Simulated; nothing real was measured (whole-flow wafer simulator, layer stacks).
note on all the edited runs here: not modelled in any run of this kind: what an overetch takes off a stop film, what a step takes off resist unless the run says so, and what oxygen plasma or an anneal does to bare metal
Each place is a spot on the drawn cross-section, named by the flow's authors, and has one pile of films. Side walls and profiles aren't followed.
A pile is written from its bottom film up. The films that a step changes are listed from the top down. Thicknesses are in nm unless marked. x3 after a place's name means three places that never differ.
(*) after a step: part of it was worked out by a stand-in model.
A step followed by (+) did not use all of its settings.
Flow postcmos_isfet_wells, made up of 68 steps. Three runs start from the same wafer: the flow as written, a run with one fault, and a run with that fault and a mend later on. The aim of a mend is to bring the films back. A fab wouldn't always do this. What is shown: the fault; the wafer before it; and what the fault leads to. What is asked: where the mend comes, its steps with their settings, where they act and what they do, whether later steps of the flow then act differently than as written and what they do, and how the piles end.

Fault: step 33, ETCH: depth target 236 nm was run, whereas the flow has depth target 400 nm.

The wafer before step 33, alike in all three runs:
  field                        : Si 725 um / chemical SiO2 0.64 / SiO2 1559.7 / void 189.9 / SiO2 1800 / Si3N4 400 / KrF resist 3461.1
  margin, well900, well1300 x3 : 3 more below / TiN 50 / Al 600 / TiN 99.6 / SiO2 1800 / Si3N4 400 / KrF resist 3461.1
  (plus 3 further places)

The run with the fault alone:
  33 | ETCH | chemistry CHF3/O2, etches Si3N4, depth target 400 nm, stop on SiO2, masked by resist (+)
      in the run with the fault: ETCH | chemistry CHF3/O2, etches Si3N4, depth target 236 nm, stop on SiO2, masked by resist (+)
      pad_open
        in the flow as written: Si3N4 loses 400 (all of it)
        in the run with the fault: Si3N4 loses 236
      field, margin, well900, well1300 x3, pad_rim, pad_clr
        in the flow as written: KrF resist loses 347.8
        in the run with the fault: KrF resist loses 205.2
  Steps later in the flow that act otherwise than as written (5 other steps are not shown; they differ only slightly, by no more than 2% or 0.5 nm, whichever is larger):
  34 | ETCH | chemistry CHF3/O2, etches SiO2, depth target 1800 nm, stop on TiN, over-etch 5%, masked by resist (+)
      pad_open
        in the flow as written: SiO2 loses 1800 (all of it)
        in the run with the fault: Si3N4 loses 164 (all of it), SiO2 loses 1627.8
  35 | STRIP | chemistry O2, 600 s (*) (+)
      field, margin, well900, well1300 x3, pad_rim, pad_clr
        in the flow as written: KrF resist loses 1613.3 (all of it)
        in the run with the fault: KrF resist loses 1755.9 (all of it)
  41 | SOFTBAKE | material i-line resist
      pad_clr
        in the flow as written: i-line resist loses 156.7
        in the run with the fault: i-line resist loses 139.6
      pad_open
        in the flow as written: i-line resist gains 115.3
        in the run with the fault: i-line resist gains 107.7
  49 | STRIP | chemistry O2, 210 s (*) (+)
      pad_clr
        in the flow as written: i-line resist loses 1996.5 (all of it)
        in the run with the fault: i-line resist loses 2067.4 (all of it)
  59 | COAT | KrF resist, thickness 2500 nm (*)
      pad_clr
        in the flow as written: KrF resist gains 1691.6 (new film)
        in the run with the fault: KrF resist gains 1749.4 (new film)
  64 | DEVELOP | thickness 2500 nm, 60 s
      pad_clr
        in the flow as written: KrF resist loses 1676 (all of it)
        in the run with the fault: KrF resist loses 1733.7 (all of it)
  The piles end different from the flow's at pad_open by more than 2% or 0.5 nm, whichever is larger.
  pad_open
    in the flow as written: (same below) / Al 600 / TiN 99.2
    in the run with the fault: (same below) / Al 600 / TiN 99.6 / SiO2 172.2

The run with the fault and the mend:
  After step 33 comes the mend.
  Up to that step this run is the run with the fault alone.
  33a | ETCH | chemistry CHF3/O2, etches Si3N4, depth target 164 nm, stop on SiO2, masked by resist (the flow's step 33, run once more with other settings)
      field, margin, well900, well1300 x3, pad_rim, pad_clr
        KrF resist loses 142.6
      pad_open
        Si3N4 loses 164 (all of it)
  Every later step of the flow that is run acts as written at every place that is followed.
  At every place that both follow, the piles at the end match the flow's.
